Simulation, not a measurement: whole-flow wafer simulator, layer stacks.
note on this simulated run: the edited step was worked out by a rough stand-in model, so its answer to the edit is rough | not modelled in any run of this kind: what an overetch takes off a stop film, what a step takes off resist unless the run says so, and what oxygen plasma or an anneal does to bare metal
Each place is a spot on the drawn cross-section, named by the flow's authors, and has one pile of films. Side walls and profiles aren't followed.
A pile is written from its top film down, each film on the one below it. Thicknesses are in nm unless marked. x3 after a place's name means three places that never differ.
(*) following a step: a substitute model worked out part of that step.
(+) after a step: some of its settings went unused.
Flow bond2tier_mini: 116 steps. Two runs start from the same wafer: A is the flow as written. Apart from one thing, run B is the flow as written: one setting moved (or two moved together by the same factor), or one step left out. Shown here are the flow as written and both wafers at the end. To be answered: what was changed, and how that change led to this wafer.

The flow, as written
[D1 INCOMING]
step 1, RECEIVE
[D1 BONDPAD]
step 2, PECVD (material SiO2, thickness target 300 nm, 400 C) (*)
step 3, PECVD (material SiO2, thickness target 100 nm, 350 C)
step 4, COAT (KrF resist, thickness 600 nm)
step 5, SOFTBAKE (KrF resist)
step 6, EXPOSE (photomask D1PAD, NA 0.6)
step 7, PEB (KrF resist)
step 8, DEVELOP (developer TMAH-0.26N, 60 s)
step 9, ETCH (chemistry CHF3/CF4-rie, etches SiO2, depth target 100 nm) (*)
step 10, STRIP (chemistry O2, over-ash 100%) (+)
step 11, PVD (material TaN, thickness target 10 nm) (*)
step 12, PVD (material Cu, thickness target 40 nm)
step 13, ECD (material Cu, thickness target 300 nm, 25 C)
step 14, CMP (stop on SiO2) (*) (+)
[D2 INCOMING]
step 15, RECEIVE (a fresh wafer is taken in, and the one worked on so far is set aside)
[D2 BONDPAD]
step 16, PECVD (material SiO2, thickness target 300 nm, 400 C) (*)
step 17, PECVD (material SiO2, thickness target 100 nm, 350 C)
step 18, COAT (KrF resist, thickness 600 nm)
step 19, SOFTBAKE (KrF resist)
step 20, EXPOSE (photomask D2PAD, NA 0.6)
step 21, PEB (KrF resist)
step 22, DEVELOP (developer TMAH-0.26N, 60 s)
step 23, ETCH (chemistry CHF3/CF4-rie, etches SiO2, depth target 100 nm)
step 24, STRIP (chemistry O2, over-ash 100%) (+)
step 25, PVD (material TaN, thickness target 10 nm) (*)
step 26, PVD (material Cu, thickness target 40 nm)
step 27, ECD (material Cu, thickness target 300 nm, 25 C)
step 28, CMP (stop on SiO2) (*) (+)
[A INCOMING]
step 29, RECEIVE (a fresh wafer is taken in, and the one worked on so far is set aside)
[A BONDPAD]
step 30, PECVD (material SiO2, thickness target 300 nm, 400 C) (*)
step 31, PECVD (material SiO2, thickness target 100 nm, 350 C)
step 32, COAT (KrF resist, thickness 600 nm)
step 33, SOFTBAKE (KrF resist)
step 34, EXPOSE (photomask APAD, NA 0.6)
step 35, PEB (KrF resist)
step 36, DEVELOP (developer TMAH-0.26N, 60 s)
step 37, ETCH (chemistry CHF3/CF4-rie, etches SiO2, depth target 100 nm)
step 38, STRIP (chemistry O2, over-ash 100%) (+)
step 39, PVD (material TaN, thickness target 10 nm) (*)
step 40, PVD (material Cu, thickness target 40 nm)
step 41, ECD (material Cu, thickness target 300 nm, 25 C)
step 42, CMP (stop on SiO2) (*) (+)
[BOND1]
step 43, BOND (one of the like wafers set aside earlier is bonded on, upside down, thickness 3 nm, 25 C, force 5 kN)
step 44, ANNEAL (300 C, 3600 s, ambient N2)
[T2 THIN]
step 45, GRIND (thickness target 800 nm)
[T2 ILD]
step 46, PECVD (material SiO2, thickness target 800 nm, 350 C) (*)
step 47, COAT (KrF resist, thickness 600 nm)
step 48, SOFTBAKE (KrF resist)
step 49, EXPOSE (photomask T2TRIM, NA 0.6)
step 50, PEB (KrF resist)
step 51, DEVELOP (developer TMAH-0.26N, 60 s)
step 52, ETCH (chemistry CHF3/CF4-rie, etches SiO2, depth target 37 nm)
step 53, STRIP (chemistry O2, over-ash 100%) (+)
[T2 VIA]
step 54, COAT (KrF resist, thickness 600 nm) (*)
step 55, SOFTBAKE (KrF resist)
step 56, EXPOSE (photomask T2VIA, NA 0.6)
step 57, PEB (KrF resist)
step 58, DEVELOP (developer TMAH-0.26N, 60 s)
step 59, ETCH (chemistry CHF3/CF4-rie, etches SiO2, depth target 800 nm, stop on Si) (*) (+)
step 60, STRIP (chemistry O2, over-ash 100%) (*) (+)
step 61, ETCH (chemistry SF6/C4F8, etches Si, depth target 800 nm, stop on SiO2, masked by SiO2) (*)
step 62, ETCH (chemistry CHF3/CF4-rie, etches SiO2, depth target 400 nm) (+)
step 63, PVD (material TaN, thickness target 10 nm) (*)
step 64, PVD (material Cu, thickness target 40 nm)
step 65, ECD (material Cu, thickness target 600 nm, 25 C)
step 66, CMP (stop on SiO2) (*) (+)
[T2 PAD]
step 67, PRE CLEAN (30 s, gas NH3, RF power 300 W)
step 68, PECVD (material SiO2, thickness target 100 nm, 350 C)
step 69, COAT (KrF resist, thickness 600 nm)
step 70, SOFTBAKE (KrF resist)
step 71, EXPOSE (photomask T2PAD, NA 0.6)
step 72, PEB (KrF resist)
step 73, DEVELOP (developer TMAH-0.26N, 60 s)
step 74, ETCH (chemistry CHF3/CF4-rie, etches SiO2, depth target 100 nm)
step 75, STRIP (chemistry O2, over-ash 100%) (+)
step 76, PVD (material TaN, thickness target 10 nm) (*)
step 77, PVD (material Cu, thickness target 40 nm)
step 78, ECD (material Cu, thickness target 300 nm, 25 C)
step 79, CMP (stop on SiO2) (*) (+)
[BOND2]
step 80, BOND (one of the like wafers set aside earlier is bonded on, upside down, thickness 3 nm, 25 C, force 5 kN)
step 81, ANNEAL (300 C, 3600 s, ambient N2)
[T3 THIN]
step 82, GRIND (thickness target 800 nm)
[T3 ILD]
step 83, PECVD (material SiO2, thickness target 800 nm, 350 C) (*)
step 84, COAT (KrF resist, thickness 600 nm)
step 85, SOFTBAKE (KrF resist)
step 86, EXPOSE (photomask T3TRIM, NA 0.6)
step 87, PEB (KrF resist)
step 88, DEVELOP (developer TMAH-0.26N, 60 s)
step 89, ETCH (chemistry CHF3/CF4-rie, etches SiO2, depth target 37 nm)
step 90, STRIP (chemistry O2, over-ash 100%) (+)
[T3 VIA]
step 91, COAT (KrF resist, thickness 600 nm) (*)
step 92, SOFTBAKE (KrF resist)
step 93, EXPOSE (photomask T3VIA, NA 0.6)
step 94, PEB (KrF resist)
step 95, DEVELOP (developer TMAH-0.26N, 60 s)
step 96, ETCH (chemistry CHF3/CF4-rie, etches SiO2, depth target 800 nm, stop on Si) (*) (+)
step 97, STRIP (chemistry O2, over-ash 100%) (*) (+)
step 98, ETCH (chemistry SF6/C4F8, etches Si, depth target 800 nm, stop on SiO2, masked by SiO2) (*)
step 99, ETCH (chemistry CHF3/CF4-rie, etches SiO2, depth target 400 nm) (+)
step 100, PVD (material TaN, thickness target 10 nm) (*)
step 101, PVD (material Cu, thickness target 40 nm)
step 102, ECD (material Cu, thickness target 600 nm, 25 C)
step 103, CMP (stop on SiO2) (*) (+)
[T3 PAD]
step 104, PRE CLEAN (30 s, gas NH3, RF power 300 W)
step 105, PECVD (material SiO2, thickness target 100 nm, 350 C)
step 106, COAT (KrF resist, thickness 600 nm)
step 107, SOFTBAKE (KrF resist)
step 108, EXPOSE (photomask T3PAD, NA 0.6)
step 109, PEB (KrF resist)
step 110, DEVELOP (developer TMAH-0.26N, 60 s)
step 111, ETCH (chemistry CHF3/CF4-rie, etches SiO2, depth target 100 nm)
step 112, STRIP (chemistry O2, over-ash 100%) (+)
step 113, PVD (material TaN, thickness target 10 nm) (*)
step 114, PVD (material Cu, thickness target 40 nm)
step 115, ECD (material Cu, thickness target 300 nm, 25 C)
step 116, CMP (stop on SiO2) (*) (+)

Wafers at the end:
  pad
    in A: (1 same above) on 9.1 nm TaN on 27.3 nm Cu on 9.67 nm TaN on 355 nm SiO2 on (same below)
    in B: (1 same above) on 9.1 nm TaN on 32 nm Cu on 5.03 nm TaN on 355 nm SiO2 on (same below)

The reason: step 100, PVD: thickness target 5.2 nm was run, whereas the flow has thickness target 10 nm.

How this came from the change, step by step:
  step 100, PVD (material TaN, thickness target 10 nm) (*)
      field: A +10 TaN (new film) | B +5.2 TaN (new film)
      pad: A +9.67 TaN (new film) | B +5.03 TaN (new film)
  step 103, CMP (stop on SiO2) (*) (+)
      field: A -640 Cu (all of it), -10 TaN (all of it) | B -640 Cu (all of it), -5.2 TaN (all of it)
